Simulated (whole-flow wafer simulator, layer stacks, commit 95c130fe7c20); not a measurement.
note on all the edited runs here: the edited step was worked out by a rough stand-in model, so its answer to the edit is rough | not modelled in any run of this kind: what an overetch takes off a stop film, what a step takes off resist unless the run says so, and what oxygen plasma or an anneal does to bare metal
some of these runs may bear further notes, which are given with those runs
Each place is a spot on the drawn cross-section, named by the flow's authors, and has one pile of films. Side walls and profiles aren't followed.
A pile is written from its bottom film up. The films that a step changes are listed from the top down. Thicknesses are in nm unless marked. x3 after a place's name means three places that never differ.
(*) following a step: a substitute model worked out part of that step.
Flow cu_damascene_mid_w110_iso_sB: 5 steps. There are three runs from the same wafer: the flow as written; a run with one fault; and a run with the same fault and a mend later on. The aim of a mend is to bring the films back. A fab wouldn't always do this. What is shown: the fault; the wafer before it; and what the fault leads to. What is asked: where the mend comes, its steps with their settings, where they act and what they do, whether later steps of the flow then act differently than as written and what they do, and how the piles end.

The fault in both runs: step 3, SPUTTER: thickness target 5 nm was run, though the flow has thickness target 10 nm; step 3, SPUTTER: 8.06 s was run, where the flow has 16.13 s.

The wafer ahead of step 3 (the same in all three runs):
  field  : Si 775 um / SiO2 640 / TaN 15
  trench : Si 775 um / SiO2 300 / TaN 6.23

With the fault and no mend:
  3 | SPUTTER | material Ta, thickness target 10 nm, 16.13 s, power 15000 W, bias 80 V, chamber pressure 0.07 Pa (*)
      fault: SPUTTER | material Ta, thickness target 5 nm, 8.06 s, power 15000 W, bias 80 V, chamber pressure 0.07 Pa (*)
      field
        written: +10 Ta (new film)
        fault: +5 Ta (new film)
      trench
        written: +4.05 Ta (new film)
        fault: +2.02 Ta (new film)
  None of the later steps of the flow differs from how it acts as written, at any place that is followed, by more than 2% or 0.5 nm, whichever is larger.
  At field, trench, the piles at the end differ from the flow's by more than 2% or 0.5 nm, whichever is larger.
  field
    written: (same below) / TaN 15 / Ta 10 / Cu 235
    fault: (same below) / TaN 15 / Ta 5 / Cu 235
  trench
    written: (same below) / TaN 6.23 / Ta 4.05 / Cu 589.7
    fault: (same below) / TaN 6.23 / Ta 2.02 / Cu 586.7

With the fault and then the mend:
  The mend follows step 3.
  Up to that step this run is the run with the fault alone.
  3a | SPUTTER | material Ta, thickness target 5 nm, 8.065 s, power 15000 W, bias 80 V, chamber pressure 0.07 Pa (*) (the flow's step 3, run once more with other settings)
      field
        +5 Ta
      trench
        +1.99 Ta
  None of the later steps of the flow acts differently than as written at any place that is followed.
  The piles end only slightly different from the flow's at the places that both follow, by no more than 2% or 0.5 nm, whichever is larger.
